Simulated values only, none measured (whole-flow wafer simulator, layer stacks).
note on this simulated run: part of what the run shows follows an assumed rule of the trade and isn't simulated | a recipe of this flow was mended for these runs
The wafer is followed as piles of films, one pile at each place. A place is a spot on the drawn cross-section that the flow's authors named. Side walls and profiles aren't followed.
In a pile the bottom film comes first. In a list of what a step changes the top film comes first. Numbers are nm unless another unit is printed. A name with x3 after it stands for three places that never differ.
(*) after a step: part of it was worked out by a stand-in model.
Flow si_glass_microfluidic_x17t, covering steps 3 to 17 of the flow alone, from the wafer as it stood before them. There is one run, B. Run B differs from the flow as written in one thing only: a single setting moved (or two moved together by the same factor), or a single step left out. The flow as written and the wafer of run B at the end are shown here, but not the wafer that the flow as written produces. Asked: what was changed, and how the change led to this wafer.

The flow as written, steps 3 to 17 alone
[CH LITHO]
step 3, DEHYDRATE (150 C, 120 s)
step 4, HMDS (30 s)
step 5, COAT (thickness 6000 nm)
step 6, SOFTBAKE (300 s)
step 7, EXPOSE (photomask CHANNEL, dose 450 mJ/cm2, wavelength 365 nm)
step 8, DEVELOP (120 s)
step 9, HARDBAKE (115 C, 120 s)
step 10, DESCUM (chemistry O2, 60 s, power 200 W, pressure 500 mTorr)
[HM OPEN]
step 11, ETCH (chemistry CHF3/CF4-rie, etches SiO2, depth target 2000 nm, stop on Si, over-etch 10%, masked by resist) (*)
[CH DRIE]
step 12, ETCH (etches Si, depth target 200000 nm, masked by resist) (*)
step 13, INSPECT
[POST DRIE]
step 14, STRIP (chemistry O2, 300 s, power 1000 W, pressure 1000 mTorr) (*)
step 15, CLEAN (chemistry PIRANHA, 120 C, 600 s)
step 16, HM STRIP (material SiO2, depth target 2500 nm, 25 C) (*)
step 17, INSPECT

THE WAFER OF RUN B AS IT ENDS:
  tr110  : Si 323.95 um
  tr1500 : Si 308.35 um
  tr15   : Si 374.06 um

The reason: step 11, ETCH: depth target 2240 nm was run, though the flow has depth target 2000 nm.

Step by step, how the change led to this:
  step 11, ETCH (chemistry CHF3/CF4-rie, etches SiO2, depth target 2000 nm, stop on Si, over-etch 10%, masked by resist) (*)
      tr110, tr1500, tr15: -2000 SiO2 (all of it), -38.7 Si (it would be, as written: -2000 SiO2 (all of it), -16.7 Si)
      land: -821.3 thick-i-line-resist (it would be, as written: -733.3 thick-i-line-resist)
  step 12, ETCH (etches Si, depth target 200000 nm, masked by resist) (*)
      tr1500: -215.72 um Si (it would be, as written: -215.73 um Si)
      tr15: -150.02 um Si (it would be, as written: -149.99 um Si)
  step 14, STRIP (chemistry O2, 300 s, power 1000 W, pressure 1000 mTorr) (*)
      land: -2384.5 thick-i-line-resist (all of it) (it would be, as written: -2472.3 thick-i-line-resist (all of it))
